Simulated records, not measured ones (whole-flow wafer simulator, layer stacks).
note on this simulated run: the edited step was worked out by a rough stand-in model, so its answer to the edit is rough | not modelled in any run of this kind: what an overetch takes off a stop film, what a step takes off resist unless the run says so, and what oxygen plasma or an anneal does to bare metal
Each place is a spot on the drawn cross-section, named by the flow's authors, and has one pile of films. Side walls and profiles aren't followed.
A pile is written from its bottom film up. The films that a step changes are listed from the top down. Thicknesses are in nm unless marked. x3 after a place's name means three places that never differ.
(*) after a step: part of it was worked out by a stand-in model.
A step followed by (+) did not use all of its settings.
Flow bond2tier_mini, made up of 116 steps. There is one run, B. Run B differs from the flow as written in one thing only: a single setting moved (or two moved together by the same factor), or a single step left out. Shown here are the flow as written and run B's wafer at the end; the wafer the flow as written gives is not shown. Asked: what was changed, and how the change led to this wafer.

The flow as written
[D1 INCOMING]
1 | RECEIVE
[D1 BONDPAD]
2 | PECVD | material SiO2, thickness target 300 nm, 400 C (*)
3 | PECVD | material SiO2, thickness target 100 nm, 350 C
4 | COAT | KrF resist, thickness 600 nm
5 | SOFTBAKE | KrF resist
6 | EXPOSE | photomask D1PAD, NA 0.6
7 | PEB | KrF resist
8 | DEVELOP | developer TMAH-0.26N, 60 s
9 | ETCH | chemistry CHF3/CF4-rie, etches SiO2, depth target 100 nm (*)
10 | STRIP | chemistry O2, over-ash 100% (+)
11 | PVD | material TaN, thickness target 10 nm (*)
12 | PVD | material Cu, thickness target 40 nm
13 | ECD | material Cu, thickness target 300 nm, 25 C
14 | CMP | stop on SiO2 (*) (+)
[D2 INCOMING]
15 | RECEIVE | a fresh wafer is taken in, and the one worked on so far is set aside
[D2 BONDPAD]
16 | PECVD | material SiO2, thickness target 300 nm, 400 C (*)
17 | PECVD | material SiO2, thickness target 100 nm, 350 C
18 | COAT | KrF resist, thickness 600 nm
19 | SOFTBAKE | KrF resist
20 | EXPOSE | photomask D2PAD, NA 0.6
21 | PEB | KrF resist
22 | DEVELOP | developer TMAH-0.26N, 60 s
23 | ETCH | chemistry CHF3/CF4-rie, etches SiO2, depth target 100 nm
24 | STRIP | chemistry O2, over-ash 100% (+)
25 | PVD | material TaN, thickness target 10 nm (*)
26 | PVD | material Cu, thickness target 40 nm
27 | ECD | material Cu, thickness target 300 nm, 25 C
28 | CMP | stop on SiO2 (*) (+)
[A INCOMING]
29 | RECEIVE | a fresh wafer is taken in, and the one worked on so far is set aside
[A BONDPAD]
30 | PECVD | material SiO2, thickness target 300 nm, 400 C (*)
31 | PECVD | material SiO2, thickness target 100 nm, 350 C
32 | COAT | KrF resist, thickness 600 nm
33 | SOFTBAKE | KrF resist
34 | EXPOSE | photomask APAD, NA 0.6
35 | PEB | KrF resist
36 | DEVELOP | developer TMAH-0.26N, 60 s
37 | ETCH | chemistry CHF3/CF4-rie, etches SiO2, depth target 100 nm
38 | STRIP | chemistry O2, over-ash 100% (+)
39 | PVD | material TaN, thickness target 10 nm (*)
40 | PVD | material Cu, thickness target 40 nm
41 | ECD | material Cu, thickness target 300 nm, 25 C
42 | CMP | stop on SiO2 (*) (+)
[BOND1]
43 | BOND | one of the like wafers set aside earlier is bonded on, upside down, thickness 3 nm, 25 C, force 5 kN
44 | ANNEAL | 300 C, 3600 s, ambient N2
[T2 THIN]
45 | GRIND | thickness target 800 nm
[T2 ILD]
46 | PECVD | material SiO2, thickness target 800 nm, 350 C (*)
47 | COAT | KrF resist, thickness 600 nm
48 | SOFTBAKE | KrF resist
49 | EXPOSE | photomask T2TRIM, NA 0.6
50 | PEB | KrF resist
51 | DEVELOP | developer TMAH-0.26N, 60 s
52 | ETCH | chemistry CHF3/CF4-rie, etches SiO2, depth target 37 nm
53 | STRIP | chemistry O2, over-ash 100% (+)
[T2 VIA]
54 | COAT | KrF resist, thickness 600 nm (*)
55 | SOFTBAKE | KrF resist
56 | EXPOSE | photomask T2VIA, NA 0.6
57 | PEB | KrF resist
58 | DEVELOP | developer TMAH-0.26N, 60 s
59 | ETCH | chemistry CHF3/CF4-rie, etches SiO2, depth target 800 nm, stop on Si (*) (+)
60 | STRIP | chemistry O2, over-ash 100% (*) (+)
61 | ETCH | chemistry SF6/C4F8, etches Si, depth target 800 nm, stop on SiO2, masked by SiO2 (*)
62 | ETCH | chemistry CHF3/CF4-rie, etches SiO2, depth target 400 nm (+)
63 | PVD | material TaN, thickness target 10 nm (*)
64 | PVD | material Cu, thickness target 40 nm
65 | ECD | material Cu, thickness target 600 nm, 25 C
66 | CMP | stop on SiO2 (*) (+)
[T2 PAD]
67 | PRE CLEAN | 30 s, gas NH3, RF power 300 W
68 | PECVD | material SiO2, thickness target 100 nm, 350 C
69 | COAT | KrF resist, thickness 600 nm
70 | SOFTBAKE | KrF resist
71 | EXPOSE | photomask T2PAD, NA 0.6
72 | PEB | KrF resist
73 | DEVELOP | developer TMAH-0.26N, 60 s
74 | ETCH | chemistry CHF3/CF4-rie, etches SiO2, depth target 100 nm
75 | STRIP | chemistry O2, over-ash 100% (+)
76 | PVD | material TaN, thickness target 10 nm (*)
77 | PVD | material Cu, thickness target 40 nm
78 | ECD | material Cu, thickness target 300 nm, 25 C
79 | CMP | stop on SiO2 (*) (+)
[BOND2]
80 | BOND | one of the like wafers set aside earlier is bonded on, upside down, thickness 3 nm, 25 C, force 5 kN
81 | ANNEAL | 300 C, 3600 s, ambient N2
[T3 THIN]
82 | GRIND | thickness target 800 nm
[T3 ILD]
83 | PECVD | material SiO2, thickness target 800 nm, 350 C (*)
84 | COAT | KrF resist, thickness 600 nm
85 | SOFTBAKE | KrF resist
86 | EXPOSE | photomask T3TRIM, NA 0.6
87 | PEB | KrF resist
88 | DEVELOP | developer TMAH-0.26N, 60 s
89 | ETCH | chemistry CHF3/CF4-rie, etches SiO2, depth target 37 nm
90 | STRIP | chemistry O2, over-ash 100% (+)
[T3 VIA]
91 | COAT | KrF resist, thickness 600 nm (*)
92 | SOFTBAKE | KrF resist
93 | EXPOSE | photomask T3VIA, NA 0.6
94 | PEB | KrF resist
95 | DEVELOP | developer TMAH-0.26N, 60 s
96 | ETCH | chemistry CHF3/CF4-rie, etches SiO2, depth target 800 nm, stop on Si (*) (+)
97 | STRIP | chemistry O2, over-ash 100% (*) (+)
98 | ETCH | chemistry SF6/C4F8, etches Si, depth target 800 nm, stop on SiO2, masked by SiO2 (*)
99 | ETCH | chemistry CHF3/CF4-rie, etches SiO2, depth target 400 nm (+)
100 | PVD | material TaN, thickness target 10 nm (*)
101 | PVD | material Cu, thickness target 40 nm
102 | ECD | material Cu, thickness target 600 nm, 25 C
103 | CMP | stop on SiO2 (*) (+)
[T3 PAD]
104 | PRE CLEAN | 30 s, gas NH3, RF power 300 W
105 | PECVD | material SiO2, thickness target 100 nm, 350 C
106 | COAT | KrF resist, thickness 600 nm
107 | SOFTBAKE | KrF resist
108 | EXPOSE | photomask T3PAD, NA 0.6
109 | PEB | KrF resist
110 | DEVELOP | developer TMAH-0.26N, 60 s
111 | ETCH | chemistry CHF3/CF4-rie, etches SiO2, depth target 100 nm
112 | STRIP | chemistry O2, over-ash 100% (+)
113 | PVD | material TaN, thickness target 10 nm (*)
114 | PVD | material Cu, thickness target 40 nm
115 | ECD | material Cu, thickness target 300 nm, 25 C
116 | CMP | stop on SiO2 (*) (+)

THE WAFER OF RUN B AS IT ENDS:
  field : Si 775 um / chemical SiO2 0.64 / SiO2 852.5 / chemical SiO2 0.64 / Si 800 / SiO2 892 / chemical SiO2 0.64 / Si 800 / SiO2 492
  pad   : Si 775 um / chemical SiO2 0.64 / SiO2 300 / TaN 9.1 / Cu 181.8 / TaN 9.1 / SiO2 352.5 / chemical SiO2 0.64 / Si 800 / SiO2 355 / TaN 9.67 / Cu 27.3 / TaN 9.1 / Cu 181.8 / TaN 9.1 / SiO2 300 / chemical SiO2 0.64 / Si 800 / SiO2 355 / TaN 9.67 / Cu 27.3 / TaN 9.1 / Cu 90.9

Cause: step 2, PECVD: thickness target 352.5 nm was run, whereas the flow has thickness target 300 nm.
One can read it off the wafer: pad has SiO2 352.5, and step 2 as written asks for 300 nm.

The path from the change to this, step by step:
  2 | PECVD | material SiO2, thickness target 300 nm, 400 C (*)
      field, pad, via: +352.5 SiO2 (new film) (as written it would have been: +300 SiO2 (new film))
  43 | BOND | one of the like wafers set aside earlier is bonded on, upside down, thickness 3 nm, 25 C, force 5 kN
      field: +775 um Si (new film), +0.64 chemical SiO2 (new film), +452.5 SiO2 (as written it would have been: +775 um Si (new film), +0.64 chemical SiO2 (new film), +400 SiO2)
      pad: +775 um Si (new film), +0.64 chemical SiO2 (new film), +352.5 SiO2 (new film), +9.1 TaN (new film), +90.9 Cu (as written it would have been: +775 um Si (new film), +0.64 chemical SiO2 (new film), +300 SiO2 (new film), +9.1 TaN (new film), +90.9 Cu)
      (and at 1 other place as well)
